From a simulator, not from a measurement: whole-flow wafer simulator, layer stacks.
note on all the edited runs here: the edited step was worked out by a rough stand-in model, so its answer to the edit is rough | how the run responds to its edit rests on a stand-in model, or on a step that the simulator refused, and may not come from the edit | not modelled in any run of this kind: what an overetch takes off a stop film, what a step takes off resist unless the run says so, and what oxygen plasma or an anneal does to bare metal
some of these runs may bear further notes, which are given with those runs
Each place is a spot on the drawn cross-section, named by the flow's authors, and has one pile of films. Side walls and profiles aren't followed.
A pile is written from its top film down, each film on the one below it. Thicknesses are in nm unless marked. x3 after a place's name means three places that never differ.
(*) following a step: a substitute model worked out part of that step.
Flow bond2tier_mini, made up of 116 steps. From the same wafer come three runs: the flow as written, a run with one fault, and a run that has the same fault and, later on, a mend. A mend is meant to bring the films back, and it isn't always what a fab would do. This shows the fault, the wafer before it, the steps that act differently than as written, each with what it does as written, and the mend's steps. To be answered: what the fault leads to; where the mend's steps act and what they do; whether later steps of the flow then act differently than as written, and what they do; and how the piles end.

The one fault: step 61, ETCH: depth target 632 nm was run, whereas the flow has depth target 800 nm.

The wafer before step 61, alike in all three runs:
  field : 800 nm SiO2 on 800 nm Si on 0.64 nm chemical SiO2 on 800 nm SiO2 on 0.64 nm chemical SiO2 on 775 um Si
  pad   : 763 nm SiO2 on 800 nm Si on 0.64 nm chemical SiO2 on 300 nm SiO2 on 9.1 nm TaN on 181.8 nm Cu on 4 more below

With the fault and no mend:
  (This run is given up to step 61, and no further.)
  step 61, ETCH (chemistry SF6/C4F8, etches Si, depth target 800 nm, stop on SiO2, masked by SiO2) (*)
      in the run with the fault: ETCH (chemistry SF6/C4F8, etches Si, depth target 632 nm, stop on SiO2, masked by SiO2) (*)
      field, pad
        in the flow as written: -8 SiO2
        in the run with the fault: -6.32 SiO2
  After step 61 the piles are close to the flow's at the places that both follow, differing by at most 2% or 0.5 nm, whichever is larger.

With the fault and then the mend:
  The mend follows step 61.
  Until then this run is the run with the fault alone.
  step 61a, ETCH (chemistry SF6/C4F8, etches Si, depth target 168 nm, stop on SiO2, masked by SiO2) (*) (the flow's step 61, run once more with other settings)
      field, pad
        -1.68 SiO2
  None of the later steps of the flow acts differently than as written at any place that is followed.
  The piles end the same as the flow's at every place that both follow.
